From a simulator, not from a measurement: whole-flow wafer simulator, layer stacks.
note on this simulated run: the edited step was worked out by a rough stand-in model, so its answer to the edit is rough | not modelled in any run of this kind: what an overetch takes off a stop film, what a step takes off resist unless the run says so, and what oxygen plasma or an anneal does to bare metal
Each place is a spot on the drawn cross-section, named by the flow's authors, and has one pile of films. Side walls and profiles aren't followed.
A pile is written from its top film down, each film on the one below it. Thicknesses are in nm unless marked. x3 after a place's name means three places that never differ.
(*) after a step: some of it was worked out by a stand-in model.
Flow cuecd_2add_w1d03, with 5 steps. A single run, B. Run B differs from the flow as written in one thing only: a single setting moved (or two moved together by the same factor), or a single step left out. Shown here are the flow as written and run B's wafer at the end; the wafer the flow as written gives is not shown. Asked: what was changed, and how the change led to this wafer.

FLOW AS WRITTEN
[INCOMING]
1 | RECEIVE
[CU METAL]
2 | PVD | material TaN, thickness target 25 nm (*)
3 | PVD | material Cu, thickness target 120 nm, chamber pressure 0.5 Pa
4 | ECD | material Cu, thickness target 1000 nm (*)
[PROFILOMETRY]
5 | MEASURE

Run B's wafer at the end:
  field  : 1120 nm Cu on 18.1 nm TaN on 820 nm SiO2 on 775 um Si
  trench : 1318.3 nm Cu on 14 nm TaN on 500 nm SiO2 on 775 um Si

The reason: step 2, PVD: thickness target 18.1 nm was run, whereas the flow has thickness target 25 nm.
The wafer itself shows it: field has TaN 18.1, and step 2 as written asks for 25 nm.

The path from the change to this, step by step:
  2 | PVD | material TaN, thickness target 25 nm (*)
      field: +18.1 TaN (new film) (it would be, as written: +25 TaN (new film))
      trench: +14 TaN (new film) (it would be, as written: +19.4 TaN (new film))
